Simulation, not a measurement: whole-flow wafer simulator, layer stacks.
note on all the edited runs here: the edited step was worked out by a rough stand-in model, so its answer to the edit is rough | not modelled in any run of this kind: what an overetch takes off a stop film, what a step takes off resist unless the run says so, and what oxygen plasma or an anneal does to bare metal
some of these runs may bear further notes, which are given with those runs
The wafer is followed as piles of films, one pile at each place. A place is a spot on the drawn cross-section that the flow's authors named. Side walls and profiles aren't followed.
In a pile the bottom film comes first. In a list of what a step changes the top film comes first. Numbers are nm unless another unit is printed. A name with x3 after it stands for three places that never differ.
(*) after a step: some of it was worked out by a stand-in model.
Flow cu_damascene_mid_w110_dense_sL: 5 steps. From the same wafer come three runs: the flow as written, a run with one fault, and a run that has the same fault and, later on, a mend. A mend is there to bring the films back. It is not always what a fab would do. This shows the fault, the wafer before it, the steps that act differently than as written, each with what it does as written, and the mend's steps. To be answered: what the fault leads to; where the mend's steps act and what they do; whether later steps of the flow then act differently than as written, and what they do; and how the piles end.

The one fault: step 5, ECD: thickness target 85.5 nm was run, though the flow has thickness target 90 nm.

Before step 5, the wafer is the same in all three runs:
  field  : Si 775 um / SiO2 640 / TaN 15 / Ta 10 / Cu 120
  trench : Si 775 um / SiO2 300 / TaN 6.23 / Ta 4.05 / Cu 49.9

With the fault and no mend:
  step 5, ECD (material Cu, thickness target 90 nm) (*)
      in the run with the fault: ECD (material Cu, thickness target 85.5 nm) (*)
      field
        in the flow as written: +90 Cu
        in the run with the fault: +85.5 Cu
  Later steps of the flow that are run all act as written at every place that is followed.
  At field, the piles at the end differ from the flow's by more than 2% or 0.5 nm, whichever is larger.
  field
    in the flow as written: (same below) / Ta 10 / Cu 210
    in the run with the fault: (same below) / Ta 10 / Cu 205.5

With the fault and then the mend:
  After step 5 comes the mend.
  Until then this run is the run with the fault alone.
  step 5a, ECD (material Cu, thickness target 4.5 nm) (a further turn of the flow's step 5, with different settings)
      field, trench
        +4.5 Cu
  Later steps of the flow that are run all act as written at every place that is followed.
  The piles end the same as the flow's at every place that both follow.
